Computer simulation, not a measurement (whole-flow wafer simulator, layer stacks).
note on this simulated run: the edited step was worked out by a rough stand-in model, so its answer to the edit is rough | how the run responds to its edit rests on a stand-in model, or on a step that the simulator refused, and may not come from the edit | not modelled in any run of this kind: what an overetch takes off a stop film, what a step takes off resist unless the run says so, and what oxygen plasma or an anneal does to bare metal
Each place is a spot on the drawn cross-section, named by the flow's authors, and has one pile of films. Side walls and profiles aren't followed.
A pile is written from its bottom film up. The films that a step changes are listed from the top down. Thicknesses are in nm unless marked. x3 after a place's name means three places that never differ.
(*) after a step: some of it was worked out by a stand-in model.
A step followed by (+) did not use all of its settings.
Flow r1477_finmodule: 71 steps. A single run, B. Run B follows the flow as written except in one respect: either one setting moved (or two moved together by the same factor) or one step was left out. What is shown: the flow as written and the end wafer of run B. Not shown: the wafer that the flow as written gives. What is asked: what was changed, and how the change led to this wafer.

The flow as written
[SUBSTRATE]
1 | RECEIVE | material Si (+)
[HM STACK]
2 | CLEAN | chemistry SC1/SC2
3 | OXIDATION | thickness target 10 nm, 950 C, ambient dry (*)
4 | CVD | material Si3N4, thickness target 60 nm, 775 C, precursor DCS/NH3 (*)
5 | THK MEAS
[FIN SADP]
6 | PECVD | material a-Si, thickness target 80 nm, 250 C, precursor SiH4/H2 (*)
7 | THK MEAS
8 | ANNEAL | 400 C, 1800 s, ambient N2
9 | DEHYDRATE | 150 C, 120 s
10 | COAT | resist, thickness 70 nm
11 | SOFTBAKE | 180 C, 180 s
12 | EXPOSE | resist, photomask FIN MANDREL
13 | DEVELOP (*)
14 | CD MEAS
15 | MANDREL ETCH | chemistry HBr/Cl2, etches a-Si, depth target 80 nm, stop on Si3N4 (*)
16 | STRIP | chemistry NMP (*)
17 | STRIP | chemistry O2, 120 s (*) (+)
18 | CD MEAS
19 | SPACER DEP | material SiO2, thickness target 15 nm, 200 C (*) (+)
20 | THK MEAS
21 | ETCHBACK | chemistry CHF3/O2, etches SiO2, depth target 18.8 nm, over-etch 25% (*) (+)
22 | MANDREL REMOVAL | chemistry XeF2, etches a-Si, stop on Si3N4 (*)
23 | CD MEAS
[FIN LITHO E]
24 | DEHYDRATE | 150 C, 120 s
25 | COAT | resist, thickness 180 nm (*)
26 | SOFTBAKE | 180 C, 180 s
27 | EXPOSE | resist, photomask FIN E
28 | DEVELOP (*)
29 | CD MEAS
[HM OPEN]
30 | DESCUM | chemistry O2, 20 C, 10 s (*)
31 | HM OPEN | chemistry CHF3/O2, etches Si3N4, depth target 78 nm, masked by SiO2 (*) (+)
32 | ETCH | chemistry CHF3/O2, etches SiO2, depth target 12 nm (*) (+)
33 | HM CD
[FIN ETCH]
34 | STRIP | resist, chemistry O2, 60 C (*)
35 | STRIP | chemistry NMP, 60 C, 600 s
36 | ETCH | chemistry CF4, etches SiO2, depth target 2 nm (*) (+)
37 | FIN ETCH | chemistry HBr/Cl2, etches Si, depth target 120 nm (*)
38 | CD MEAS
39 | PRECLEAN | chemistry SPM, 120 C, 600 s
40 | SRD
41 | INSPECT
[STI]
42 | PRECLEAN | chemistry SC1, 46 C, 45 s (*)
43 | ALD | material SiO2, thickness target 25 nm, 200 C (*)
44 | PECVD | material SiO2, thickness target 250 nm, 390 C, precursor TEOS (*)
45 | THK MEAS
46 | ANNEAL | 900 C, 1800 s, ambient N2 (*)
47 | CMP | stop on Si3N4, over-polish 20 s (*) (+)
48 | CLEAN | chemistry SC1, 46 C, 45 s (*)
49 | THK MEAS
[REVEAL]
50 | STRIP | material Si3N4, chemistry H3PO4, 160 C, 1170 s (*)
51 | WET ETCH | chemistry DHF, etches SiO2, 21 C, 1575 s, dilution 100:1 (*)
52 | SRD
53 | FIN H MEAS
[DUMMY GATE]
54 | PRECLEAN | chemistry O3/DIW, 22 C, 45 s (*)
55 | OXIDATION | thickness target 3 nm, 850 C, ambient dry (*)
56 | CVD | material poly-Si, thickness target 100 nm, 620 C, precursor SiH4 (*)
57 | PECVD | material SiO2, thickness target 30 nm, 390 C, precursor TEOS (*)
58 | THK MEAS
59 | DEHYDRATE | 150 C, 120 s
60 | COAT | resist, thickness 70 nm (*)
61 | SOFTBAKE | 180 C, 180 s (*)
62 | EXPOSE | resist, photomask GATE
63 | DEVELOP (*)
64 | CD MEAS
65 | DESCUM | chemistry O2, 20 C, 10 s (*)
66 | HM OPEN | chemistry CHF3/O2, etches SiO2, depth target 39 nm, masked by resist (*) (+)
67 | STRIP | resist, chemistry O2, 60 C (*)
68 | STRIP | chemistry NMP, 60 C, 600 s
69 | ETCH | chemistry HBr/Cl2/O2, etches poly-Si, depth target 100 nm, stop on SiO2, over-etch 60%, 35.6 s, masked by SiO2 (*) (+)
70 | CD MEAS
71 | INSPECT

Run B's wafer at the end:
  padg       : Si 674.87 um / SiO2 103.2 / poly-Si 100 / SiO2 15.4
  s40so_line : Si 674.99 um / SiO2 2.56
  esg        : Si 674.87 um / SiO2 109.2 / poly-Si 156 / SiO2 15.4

The reason: step 57, PECVD: thickness target 20.7 nm was run, though the flow has thickness target 30 nm.

How this came from the change, step by step:
  57 | PECVD | material SiO2, thickness target 30 nm, 390 C, precursor TEOS (*)
      pad, padg, elg and 33 more: SiO2 gains 20.7 (new film) (it would be, as written: SiO2 gains 30 (new film))
  66 | HM OPEN | chemistry CHF3/O2, etches SiO2, depth target 39 nm, masked by resist (*) (+)
      pad, elo, eso and 15 more: SiO2 loses 20.7 (all of it), poly-Si loses 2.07 (it would be, as written: SiO2 loses 30 (all of it), poly-Si loses 1.8)
      padg, elg, esg and 15 more: resist loses 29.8 (it would be, as written: resist loses 37.4)
  67 | STRIP | resist, chemistry O2, 60 C (*)
      padg, elg, esg: resist loses 23.5 (all of it) (it would be, as written: resist loses 15.9 (all of it))
      e40lg, e100lg, e200lg: resist loses 20.4 (all of it) (it would be, as written: resist loses 12.8 (all of it))
      (also at 12 further places)
